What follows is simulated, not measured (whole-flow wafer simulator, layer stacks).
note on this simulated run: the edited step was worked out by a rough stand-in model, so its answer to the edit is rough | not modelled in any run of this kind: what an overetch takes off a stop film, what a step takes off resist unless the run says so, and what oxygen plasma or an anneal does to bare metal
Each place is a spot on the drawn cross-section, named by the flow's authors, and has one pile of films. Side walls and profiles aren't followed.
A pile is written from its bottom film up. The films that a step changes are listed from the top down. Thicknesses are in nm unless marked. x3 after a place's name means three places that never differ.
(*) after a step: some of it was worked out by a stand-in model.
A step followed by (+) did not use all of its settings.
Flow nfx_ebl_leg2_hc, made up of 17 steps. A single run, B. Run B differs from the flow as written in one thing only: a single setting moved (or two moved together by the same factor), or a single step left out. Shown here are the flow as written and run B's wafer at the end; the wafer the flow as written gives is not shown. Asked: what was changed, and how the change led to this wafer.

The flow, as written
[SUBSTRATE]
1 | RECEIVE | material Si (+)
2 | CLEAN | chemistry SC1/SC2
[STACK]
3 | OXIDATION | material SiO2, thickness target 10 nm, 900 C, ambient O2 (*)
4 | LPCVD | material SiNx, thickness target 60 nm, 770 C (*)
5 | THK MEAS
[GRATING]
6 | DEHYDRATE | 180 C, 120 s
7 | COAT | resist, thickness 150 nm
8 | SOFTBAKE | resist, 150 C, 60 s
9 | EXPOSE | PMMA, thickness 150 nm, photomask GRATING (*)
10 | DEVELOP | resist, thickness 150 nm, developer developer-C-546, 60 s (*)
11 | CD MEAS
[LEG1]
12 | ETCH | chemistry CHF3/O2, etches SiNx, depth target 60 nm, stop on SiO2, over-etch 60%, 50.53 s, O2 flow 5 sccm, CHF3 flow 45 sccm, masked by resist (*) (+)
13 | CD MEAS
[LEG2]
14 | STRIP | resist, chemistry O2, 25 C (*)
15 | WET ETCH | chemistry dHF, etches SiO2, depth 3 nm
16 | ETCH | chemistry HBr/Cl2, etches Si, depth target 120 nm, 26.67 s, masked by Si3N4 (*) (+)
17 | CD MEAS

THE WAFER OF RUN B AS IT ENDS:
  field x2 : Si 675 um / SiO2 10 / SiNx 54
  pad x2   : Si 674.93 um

Cause: step 16, ETCH: depth target 63 nm was run, while the flow as written has depth target 120 nm; step 16, ETCH: 14 s was run, where the flow has 26.67 s.

Step by step, how the change led to this:
  16 | ETCH | chemistry HBr/Cl2, etches Si, depth target 120 nm, 26.67 s, masked by Si3N4 (*) (+)
      field x2: -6 SiNx (as written it would have been: -11.4 SiNx)
      pad x2: -63 Si (as written it would have been: -120 Si)
